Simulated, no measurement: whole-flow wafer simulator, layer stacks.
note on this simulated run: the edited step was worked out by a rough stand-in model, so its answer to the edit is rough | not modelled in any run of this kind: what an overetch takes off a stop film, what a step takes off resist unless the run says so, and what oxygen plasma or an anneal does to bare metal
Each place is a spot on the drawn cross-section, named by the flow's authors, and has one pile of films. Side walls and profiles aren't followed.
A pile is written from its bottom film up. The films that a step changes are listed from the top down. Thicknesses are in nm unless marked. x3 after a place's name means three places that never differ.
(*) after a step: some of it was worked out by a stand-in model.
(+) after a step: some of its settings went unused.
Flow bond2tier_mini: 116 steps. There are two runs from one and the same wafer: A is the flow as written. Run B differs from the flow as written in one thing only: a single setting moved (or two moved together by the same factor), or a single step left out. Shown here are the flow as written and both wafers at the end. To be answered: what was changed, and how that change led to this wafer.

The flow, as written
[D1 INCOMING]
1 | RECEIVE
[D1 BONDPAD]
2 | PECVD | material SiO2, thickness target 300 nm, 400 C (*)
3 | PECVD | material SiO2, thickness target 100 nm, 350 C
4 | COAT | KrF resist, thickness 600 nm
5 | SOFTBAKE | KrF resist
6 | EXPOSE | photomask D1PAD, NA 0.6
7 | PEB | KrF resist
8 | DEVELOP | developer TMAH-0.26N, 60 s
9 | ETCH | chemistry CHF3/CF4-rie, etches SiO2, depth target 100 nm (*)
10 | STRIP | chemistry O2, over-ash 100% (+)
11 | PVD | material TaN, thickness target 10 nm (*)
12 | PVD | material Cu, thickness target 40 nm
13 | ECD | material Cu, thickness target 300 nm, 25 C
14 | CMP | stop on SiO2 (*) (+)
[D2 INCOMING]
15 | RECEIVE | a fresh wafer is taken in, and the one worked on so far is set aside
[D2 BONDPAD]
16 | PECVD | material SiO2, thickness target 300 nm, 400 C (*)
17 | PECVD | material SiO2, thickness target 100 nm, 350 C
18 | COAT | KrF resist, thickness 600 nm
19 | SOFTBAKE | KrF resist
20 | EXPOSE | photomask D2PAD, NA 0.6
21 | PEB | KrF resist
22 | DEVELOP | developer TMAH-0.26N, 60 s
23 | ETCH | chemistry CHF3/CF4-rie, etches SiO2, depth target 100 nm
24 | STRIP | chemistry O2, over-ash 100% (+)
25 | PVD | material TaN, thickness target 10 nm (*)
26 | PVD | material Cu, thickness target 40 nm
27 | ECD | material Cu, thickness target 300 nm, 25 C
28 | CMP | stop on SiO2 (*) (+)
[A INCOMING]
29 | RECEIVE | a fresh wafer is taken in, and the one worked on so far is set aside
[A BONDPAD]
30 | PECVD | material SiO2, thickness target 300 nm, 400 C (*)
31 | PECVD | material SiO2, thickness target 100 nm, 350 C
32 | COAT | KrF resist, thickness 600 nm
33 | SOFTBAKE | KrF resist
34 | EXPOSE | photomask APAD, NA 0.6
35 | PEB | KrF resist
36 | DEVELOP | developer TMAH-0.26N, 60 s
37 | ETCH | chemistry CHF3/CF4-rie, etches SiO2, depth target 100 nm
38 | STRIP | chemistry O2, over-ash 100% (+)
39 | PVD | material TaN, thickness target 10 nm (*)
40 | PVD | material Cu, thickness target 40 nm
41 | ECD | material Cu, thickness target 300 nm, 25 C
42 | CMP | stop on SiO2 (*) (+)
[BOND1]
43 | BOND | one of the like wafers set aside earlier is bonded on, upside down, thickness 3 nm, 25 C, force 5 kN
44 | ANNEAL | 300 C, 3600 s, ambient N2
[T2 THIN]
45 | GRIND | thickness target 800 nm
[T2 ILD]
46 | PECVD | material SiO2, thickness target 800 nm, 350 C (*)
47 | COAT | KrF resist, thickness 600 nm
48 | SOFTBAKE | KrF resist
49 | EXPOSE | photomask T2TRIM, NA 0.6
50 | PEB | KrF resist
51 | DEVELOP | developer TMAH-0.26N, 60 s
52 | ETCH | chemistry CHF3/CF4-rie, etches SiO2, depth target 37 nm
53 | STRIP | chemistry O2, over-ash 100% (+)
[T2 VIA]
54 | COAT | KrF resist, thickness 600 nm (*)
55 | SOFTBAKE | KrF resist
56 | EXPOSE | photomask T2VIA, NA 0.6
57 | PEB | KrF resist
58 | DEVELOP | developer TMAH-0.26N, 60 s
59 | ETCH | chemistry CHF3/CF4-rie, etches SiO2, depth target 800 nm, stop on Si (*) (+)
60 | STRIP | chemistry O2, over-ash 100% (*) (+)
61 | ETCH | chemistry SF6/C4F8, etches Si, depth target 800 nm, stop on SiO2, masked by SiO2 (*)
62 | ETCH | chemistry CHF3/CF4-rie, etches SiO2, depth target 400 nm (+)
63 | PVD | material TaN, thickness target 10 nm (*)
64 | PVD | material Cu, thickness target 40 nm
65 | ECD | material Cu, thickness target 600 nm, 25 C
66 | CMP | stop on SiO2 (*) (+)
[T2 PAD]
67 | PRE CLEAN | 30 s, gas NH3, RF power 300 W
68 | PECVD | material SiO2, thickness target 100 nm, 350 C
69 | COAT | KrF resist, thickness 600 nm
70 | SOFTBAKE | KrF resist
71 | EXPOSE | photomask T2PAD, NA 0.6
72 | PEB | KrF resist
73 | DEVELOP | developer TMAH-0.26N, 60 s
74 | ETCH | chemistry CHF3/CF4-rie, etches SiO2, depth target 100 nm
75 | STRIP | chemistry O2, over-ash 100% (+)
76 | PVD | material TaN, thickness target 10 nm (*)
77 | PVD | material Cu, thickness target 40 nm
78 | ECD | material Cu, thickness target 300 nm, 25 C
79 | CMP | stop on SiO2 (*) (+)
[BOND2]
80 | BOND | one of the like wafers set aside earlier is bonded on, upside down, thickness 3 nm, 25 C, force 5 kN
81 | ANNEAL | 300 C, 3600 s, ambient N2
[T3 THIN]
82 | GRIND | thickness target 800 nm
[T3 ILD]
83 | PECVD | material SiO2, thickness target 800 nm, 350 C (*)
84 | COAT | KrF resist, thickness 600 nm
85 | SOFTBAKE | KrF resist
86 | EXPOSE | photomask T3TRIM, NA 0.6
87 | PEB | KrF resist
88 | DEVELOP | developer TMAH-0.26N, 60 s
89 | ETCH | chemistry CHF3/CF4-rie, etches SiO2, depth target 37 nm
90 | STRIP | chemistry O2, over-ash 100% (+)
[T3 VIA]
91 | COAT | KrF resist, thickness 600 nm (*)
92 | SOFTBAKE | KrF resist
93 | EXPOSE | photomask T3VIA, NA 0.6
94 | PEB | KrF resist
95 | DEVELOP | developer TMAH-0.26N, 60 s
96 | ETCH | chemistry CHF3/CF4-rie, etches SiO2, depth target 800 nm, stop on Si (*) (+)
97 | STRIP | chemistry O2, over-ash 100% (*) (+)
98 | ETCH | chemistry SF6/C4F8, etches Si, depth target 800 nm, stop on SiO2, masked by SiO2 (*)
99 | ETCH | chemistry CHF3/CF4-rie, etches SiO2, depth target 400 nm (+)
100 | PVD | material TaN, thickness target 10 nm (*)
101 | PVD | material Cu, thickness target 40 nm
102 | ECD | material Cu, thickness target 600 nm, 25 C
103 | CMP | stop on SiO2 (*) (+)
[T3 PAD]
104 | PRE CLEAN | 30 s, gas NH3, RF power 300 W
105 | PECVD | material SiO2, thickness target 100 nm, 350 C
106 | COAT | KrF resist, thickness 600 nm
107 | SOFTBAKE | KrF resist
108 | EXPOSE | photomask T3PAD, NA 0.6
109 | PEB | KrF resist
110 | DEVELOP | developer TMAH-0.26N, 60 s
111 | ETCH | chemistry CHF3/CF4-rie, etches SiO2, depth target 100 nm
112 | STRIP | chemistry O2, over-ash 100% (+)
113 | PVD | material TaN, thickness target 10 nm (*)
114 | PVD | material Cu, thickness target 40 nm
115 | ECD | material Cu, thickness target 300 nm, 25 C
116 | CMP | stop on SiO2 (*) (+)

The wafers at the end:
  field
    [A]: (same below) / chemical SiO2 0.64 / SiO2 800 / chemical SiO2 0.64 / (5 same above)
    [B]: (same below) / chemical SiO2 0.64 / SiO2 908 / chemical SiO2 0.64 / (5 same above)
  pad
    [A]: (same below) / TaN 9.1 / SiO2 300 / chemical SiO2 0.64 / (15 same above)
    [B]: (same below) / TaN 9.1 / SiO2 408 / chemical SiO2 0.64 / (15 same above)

Cause: step 2, PECVD: thickness target 408 nm was run, though the flow has thickness target 300 nm.
One can read it off the wafer: pad has SiO2 408, and step 2 as written asks for 300 nm.

How this came from the change, step by step:
  2 | PECVD | material SiO2, thickness target 300 nm, 400 C (*)
      field, pad, via: A SiO2 gains 300 (new film) | B SiO2 gains 408 (new film)
  43 | BOND | one of the like wafers set aside earlier is bonded on, upside down, thickness 3 nm, 25 C, force 5 kN
      field: A Si gains 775 um (new film), chemical SiO2 gains 0.64 (new film), SiO2 gains 400 | B Si gains 775 um (new film), chemical SiO2 gains 0.64 (new film), SiO2 gains 508
      pad: A Si gains 775 um (new film), chemical SiO2 gains 0.64 (new film), SiO2 gains 300 (new film), TaN gains 9.1 (new film), Cu gains 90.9 | B Si gains 775 um (new film), chemical SiO2 gains 0.64 (new film), SiO2 gains 408 (new film), TaN gains 9.1 (new film), Cu gains 90.9
      (also at 1 further place)
